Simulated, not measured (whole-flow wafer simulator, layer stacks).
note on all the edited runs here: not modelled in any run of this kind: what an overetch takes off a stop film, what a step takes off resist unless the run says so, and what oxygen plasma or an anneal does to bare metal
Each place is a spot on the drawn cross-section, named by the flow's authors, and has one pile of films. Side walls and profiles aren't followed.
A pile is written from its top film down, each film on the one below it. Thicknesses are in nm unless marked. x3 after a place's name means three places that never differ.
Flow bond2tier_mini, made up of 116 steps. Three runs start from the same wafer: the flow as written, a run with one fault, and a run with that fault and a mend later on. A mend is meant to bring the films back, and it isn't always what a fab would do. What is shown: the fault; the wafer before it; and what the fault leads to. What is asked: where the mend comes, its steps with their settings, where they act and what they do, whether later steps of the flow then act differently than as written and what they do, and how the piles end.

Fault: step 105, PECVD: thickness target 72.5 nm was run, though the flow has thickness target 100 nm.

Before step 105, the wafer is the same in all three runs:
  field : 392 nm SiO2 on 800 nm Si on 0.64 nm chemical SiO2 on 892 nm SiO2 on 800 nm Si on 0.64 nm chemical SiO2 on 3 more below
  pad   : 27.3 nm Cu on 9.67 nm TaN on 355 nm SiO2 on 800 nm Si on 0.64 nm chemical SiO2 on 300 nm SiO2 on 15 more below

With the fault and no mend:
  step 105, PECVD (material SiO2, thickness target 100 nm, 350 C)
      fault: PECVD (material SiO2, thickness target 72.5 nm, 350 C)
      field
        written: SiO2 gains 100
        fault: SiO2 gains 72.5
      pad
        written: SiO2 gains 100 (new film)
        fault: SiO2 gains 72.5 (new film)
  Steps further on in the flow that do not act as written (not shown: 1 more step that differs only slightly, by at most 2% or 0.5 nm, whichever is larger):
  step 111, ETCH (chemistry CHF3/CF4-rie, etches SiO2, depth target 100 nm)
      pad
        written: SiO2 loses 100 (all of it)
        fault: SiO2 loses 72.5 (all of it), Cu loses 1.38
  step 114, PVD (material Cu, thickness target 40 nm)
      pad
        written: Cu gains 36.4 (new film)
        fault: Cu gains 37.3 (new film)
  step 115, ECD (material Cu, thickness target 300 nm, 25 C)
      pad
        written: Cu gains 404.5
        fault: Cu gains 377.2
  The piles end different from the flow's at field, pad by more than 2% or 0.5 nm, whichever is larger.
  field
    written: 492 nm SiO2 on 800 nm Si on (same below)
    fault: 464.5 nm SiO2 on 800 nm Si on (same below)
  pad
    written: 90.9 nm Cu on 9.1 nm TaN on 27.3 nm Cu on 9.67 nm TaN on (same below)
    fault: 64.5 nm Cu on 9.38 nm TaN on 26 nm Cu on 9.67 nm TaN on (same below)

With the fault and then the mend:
  After step 105 comes the mend.
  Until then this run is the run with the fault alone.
  step 105a, PECVD (material SiO2, thickness target 27.5 nm, 350 C) (the flow's step 105, run once more with other settings)
      field, pad
        SiO2 gains 27.5
  Later steps of the flow that are run all act as written at every place that is followed.
  At every place that both follow, the piles at the end match the flow's.
